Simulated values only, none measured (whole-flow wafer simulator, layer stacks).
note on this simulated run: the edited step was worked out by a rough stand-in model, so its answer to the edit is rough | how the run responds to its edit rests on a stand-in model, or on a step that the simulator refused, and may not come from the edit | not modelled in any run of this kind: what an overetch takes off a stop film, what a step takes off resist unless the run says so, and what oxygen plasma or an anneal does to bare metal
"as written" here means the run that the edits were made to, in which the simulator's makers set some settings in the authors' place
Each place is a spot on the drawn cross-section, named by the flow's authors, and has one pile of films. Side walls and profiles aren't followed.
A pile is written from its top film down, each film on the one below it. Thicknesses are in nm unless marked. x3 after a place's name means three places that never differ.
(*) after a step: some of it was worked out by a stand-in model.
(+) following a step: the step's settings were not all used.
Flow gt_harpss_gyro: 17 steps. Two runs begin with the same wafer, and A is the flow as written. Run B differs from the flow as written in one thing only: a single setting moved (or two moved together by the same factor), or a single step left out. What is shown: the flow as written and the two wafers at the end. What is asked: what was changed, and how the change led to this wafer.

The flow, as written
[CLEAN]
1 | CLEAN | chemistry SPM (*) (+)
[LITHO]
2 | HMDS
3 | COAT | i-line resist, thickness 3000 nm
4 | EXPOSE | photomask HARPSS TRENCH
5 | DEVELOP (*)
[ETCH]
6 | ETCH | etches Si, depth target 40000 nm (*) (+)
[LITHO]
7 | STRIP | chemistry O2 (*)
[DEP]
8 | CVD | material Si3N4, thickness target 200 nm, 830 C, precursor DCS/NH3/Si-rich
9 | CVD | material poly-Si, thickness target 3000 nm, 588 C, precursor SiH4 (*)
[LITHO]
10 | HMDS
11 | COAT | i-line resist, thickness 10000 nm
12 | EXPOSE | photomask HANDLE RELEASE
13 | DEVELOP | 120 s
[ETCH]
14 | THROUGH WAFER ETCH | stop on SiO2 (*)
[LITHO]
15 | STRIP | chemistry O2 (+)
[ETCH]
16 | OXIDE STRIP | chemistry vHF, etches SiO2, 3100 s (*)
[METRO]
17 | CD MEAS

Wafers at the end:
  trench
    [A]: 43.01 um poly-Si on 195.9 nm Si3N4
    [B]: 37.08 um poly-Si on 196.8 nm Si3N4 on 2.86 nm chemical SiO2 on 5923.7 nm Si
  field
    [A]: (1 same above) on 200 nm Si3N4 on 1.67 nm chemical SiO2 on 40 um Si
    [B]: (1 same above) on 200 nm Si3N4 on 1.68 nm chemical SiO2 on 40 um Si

The reason: step 6, ETCH: depth target 34080 nm was run, whereas the flow has depth target 40000 nm.

How this came from the change, step by step:
  6 | ETCH | etches Si, depth target 40000 nm (*) (+)
      trench: A chemical SiO2 loses 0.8 (all of it), Si loses 40 um (all of it) | B chemical SiO2 loses 0.8 (all of it), Si loses 34.08 um
      field: A i-line resist loses 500 | B i-line resist loses 425.9
  7 | STRIP | chemistry O2 (*)
      trench: A nothing | B chemical SiO2 gains 2.86 (new film), Si loses 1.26
      field: A i-line resist loses 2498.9 (all of it), chemical SiO2 gains 0.87, Si loses 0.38 | B i-line resist loses 2573 (all of it), chemical SiO2 gains 0.88, Si loses 0.39
  9 | CVD | material poly-Si, thickness target 3000 nm, 588 C, precursor SiH4 (*)
      trench: A poly-Si gains 43.01 um (new film) | B poly-Si gains 37.08 um (new film)
